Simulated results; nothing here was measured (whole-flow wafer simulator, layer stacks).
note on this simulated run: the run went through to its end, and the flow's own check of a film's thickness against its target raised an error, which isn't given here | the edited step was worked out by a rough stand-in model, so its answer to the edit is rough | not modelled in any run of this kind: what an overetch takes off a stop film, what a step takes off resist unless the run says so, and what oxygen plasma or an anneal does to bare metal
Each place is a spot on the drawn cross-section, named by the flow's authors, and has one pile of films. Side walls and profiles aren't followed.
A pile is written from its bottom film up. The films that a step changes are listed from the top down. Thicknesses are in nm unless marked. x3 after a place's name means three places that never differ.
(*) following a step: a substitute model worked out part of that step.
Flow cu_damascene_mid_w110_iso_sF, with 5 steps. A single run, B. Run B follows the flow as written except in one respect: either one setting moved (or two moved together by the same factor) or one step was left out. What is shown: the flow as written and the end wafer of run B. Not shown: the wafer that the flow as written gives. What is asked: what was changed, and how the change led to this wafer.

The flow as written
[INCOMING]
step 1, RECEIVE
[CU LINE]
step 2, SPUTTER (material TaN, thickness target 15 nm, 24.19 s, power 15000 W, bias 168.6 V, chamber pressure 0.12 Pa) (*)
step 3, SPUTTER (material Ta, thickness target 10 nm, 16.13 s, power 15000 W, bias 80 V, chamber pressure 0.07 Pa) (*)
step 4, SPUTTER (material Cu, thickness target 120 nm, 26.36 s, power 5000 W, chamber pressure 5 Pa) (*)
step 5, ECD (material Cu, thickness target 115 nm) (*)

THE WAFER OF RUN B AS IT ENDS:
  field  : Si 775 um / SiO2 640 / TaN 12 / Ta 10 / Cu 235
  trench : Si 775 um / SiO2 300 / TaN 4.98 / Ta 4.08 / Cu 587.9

What caused this: step 2, SPUTTER: thickness target 12 nm was run, while the flow as written has thickness target 15 nm; step 2, SPUTTER: 19.35 s was run, where the flow has 24.19 s.
One can read it off the wafer: field has TaN 12, and step 2 as written asks for 15 nm.

How this came from the change, step by step:
  step 2, SPUTTER (material TaN, thickness target 15 nm, 24.19 s, power 15000 W, bias 168.6 V, chamber pressure 0.12 Pa) (*)
      field: +12 TaN (new film) (as written it would have been: +15 TaN (new film))
      trench: +4.98 TaN (new film) (as written it would have been: +6.23 TaN (new film))
